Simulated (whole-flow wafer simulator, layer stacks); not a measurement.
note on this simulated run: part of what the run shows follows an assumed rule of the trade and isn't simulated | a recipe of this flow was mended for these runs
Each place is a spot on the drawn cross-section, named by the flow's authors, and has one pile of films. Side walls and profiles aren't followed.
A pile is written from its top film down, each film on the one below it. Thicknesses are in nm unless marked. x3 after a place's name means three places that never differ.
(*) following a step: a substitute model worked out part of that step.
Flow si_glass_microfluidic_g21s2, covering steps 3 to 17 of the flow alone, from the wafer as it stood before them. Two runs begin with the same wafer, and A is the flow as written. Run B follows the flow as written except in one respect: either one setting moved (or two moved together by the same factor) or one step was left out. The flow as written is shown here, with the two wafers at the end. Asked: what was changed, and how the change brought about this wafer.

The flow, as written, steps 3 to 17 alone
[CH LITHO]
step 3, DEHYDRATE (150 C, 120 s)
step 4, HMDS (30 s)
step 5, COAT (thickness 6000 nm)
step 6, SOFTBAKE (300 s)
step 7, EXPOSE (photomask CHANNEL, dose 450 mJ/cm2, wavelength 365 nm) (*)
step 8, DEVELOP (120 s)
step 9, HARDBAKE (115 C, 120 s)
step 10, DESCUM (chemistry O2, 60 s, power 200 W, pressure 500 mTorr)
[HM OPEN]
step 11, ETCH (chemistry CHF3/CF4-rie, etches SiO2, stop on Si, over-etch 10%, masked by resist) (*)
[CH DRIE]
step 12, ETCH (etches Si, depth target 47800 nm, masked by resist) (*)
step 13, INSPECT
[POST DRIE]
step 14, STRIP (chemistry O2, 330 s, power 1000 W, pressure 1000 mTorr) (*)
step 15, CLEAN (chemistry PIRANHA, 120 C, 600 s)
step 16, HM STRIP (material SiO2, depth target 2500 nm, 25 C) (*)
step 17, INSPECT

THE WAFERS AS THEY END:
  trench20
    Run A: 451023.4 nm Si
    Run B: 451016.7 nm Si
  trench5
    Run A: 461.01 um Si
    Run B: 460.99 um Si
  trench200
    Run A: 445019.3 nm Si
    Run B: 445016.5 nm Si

The reason: step 11, ETCH: over-etch 14% was run, while the flow as written has over-etch 10%.

The path from the change to this, step by step:
  step 11, ETCH (chemistry CHF3/CF4-rie, etches SiO2, stop on Si, over-etch 10%, masked by resist) (*)
      trench20, trench5, trench200: A -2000 SiO2 (all of it), -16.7 Si | B -2000 SiO2 (all of it), -23.3 Si
      land: A -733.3 thick-i-line-resist | B -760 thick-i-line-resist
  step 12, ETCH (etches Si, depth target 47800 nm, masked by resist) (*)
      trench5: A -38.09 um Si | B -38.1 um Si
      trench200: A -54.08 um Si | B -54.07 um Si
